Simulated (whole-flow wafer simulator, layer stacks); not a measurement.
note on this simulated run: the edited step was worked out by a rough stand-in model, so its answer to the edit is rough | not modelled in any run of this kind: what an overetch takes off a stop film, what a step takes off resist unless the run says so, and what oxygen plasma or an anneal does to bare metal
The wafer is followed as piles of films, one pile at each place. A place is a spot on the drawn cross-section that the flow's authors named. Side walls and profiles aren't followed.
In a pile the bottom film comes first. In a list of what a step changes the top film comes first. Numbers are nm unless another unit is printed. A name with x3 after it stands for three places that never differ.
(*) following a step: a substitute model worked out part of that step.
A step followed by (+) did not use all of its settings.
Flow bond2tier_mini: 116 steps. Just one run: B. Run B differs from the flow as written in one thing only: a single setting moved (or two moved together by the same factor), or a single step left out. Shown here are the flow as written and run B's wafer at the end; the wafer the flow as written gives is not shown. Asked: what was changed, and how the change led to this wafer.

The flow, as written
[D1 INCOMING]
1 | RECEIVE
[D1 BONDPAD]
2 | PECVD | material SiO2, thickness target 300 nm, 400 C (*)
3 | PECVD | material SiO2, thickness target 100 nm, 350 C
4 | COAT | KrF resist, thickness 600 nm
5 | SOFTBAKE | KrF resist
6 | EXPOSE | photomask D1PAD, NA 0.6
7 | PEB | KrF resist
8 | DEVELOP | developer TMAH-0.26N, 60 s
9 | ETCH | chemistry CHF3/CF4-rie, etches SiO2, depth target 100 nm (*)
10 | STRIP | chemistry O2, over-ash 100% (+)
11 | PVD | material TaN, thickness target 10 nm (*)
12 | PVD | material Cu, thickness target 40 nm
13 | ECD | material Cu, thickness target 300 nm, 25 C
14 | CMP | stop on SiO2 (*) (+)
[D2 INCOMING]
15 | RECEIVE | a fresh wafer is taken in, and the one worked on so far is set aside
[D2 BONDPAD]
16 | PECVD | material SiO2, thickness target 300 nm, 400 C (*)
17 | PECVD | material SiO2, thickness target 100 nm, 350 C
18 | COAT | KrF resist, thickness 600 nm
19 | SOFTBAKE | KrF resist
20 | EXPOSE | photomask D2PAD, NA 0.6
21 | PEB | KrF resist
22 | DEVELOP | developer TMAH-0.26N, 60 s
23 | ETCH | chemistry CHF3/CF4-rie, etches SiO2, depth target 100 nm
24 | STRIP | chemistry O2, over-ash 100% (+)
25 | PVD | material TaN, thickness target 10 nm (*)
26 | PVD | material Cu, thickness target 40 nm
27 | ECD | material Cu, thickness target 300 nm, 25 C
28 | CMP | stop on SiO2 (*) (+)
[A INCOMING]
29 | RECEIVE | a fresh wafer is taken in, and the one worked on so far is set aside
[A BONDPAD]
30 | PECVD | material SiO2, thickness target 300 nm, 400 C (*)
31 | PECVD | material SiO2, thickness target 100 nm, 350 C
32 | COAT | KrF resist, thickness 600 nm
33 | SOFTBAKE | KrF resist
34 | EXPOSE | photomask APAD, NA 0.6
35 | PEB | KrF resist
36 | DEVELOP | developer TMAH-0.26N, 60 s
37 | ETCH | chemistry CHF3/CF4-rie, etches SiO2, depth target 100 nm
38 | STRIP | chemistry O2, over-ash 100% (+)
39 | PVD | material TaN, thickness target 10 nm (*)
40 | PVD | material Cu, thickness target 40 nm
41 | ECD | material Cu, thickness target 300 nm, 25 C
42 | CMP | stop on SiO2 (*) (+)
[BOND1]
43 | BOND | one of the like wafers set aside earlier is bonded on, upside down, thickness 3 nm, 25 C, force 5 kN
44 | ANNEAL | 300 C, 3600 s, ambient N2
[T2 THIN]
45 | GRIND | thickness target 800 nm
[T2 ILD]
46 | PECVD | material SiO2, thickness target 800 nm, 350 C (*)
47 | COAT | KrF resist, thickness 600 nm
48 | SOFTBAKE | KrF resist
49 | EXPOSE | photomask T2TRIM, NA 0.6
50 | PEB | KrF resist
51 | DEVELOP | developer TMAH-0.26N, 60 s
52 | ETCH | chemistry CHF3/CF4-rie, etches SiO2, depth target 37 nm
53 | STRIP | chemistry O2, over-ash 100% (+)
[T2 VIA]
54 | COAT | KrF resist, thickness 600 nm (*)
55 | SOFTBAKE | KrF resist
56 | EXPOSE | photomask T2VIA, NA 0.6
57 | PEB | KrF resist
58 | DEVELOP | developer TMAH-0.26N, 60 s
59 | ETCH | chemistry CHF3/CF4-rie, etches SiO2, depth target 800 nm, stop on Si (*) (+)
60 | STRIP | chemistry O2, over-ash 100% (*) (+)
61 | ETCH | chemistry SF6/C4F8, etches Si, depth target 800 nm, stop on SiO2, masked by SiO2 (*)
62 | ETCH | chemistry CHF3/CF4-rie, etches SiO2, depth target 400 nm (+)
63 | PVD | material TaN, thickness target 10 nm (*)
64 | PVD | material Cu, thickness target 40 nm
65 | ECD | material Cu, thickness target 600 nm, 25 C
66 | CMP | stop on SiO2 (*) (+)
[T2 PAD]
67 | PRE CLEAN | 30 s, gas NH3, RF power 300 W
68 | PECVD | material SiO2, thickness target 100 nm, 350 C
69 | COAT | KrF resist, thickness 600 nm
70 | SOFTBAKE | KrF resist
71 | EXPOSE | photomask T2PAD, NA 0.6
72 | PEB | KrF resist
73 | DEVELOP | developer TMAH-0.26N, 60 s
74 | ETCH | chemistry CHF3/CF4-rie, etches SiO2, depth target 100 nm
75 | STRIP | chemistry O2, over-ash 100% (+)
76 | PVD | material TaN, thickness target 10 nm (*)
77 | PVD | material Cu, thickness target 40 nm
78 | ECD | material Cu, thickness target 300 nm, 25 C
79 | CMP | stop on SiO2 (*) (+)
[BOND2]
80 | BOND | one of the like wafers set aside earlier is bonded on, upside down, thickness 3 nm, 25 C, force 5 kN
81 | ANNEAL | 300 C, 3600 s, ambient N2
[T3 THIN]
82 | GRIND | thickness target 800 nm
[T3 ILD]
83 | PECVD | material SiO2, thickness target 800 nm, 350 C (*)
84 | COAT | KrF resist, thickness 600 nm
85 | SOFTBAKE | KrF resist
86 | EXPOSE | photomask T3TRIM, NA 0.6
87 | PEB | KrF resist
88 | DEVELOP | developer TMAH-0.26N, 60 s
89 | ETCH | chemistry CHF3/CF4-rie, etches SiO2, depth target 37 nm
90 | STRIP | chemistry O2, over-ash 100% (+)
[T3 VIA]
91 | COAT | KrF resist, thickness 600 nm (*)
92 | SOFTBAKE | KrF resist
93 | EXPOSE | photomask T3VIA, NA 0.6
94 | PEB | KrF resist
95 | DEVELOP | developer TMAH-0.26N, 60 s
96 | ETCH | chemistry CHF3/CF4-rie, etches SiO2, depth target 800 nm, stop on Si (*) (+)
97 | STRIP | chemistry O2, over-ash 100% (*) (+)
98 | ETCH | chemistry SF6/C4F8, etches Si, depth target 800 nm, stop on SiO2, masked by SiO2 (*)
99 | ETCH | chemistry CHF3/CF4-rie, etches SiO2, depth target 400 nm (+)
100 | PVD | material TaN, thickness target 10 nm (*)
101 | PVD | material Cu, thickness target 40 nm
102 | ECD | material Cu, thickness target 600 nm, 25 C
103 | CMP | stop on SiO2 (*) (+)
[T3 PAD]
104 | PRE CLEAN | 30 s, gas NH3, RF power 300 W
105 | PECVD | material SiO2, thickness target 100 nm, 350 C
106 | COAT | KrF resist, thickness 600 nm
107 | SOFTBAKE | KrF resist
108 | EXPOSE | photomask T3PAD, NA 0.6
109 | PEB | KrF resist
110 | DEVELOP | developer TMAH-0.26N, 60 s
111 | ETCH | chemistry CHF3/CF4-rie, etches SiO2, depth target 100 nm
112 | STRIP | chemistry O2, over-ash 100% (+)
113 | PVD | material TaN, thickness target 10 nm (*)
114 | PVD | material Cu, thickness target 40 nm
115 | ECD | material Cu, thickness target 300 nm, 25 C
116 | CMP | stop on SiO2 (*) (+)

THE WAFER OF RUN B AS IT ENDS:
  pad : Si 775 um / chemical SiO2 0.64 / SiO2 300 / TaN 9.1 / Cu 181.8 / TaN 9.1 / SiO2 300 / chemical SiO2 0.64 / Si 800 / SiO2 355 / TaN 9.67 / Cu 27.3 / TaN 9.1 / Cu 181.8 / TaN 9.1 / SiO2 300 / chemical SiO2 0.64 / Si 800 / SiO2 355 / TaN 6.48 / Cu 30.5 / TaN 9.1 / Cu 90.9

The reason: step 100, PVD: thickness target 6.7 nm was run, while the flow as written has thickness target 10 nm.

Step by step, how the change led to this:
  100 | PVD | material TaN, thickness target 10 nm (*)
      field: +6.7 TaN (new film) (as written it would have been: +10 TaN (new film))
      pad: +6.48 TaN (new film) (as written it would have been: +9.67 TaN (new film))
  103 | CMP | stop on SiO2 (*) (+)
      field: -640 Cu (all of it), -6.7 TaN (all of it) (as written it would have been: -640 Cu (all of it), -10 TaN (all of it))
